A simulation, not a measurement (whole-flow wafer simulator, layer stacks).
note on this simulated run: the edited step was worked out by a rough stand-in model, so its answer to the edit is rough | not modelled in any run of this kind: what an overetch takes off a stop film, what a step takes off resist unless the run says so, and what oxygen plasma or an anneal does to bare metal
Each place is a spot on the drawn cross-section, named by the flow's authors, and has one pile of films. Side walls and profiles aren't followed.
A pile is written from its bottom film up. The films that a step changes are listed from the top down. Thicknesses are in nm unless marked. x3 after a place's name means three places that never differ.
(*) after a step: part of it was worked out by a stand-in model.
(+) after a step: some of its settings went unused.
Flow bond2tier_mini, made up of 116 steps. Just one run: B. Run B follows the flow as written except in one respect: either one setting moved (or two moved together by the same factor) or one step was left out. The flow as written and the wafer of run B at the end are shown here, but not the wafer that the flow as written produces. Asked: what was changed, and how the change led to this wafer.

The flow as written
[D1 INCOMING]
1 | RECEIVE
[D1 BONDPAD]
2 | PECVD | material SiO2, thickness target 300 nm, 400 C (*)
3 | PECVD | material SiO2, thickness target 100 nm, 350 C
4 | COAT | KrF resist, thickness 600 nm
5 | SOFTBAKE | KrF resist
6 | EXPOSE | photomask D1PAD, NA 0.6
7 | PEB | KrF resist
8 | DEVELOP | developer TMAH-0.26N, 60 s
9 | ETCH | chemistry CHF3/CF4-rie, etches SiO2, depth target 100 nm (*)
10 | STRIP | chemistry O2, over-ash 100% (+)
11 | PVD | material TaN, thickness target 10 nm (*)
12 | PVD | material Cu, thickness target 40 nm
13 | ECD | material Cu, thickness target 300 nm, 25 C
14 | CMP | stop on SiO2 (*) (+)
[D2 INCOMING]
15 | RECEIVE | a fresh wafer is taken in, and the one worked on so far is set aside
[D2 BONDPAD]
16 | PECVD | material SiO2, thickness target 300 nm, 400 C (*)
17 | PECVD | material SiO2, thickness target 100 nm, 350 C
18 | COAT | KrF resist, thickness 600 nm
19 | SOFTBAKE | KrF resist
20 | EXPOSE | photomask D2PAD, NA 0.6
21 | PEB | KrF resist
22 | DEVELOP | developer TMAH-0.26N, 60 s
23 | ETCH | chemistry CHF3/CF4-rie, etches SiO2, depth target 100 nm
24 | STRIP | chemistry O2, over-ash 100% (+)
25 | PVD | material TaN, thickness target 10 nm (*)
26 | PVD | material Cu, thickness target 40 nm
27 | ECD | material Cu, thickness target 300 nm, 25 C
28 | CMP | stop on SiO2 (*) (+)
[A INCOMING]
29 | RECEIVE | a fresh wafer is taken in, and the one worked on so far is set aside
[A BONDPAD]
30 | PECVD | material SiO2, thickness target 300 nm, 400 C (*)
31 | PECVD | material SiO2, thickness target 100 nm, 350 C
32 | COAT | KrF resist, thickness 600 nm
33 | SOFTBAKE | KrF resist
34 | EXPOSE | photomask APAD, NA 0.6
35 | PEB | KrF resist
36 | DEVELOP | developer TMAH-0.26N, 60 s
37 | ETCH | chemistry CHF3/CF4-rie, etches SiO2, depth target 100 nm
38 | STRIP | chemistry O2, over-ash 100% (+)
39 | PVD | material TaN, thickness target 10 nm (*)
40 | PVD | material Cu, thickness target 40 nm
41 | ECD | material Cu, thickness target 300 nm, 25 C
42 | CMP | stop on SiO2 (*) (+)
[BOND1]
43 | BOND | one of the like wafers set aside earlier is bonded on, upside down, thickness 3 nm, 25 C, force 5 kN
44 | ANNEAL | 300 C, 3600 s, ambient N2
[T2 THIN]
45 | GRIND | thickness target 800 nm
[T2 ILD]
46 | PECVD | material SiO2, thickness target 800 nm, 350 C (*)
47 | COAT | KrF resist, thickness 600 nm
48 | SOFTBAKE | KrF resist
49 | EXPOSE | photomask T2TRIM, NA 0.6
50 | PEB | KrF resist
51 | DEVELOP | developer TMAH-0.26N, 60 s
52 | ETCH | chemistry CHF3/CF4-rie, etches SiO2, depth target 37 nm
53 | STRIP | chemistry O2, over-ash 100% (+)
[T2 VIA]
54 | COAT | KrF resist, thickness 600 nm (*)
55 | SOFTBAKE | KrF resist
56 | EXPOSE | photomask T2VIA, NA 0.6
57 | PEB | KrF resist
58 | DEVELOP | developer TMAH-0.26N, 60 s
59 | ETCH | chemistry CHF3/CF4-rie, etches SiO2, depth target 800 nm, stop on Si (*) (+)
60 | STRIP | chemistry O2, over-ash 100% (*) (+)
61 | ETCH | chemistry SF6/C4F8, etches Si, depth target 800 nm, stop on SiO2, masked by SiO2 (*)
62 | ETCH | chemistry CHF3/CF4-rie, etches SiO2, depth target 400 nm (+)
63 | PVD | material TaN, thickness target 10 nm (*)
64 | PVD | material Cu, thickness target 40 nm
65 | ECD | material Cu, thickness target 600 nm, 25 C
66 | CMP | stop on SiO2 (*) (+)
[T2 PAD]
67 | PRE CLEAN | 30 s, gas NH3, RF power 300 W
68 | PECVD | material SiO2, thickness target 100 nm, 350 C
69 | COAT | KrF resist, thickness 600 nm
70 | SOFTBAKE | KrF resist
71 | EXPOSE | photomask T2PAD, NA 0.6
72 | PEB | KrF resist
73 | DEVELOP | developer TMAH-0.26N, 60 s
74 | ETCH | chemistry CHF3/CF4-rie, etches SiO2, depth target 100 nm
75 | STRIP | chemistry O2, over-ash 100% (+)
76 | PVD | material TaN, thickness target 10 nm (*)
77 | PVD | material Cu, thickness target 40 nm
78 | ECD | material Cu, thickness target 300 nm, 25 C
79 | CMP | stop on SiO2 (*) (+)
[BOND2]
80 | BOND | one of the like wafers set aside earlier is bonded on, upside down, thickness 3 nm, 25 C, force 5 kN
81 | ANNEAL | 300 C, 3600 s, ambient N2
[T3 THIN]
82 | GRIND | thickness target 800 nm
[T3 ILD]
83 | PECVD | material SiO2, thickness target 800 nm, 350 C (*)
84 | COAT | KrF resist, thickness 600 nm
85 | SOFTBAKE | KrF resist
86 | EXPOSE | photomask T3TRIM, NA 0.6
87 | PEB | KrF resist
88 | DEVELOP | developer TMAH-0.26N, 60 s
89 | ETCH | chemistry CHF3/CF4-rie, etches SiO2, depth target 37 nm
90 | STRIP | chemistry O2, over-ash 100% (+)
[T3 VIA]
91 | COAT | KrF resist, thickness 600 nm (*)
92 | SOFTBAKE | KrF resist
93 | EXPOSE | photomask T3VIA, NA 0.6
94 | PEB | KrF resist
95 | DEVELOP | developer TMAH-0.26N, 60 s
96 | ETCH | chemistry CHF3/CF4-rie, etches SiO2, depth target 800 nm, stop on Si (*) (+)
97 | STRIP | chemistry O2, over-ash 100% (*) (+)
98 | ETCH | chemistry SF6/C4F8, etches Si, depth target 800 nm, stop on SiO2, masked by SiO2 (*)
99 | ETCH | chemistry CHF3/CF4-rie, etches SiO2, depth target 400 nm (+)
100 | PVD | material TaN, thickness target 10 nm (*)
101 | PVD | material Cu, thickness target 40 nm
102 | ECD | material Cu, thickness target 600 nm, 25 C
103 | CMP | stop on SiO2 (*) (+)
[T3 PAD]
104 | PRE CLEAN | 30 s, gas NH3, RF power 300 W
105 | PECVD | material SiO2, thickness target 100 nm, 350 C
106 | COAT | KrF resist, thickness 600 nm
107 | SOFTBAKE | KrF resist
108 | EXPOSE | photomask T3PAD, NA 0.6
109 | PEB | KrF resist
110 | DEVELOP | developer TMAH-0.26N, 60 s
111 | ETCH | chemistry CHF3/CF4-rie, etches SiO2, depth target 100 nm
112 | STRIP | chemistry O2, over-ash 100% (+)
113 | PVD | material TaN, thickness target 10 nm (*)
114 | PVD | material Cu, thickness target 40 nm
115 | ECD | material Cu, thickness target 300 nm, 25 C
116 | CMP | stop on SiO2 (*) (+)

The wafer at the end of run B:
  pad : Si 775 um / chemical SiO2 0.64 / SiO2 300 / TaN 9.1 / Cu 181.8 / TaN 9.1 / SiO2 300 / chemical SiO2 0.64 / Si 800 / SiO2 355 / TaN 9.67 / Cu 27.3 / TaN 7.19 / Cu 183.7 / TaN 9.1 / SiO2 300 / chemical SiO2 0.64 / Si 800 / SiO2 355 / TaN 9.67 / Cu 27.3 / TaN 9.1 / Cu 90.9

Cause: step 76, PVD: thickness target 7.9 nm was run, while the flow as written has thickness target 10 nm.

How this came from the change, step by step:
  76 | PVD | material TaN, thickness target 10 nm (*)
      field: TaN gains 7.9 (new film) (in the flow as written it would be: TaN gains 10 (new film))
      pad: TaN gains 7.19 (new film) (in the flow as written it would be: TaN gains 9.1 (new film))
  79 | CMP | stop on SiO2 (*) (+)
      field: Cu loses 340 (all of it), TaN loses 7.9 (all of it) (in the flow as written it would be: Cu loses 340 (all of it), TaN loses 10 (all of it))
